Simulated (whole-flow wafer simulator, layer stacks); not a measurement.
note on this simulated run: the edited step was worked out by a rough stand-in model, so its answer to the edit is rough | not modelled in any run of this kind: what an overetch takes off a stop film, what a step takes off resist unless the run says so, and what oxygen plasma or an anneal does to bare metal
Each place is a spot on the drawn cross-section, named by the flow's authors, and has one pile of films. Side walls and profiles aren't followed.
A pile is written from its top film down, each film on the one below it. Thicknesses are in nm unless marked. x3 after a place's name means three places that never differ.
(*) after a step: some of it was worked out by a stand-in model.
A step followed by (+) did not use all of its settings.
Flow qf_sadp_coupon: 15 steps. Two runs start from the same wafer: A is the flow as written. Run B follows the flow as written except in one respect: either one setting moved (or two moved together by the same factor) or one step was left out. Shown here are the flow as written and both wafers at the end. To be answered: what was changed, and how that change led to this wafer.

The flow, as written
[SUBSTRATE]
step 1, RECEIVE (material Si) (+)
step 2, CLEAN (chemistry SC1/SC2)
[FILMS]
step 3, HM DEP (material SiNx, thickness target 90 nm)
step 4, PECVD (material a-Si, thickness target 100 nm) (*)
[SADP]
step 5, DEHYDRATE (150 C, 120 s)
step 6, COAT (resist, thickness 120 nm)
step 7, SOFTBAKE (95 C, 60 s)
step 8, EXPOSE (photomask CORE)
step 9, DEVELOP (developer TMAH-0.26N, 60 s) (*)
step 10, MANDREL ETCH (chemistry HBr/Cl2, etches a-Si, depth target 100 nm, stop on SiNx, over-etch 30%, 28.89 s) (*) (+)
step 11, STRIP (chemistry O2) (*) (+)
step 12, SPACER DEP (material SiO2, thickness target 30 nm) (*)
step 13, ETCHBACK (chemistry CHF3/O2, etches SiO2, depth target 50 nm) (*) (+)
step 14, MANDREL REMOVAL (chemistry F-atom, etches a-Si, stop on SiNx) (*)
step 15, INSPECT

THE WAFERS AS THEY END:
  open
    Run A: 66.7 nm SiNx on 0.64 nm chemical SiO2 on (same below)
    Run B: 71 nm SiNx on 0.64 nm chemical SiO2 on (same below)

Cause: step 4, PECVD: thickness target 130.2 nm was run, whereas the flow has thickness target 100 nm.

Step by step, how the change led to this:
  step 4, PECVD (material a-Si, thickness target 100 nm) (*)
      m, open: A a-Si gains 100 (new film) | B a-Si gains 130.2 (new film)
  step 10, MANDREL ETCH (chemistry HBr/Cl2, etches a-Si, depth target 100 nm, stop on SiNx, over-etch 30%, 28.89 s) (*) (+)
      open: A a-Si loses 100 (all of it), SiNx loses 4.29 | B a-Si loses 130.2 (all of it)
  step 14, MANDREL REMOVAL (chemistry F-atom, etches a-Si, stop on SiNx) (*)
      m: A a-Si loses 95.8 (all of it) | B a-Si loses 126 (all of it)
